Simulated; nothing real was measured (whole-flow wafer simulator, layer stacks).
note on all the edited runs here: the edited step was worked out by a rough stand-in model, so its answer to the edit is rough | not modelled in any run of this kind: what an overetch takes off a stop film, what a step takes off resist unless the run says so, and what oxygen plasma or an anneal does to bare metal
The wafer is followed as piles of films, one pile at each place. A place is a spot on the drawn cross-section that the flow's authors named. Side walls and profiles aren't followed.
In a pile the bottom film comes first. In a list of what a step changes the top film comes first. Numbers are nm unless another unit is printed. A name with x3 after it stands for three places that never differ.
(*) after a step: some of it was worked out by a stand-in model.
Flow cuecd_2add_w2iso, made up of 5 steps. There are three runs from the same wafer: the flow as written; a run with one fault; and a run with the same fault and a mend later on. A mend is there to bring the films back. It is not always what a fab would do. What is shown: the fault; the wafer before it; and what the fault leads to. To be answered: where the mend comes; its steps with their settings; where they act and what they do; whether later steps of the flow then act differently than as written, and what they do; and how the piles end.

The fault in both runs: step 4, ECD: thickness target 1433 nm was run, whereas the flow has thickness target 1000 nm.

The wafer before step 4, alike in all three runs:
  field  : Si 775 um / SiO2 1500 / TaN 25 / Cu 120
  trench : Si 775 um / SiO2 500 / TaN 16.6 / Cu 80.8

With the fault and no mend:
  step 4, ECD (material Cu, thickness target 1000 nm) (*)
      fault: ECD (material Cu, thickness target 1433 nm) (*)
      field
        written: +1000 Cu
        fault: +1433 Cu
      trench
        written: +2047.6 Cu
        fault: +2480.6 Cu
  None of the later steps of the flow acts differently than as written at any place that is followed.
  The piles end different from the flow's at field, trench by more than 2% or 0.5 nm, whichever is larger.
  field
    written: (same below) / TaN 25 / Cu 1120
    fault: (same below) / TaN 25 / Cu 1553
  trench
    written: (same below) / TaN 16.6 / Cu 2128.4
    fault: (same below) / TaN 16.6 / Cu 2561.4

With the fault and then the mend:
  The mend stands after step 5.
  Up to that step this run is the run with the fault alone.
  step 5a, ETCH (chemistry cu recess dil, depth target 433 nm)
      field, trench
        -433 Cu
  None of the later steps of the flow acts differently than as written at any place that is followed.
  The piles end the same as the flow's at every place that both follow.
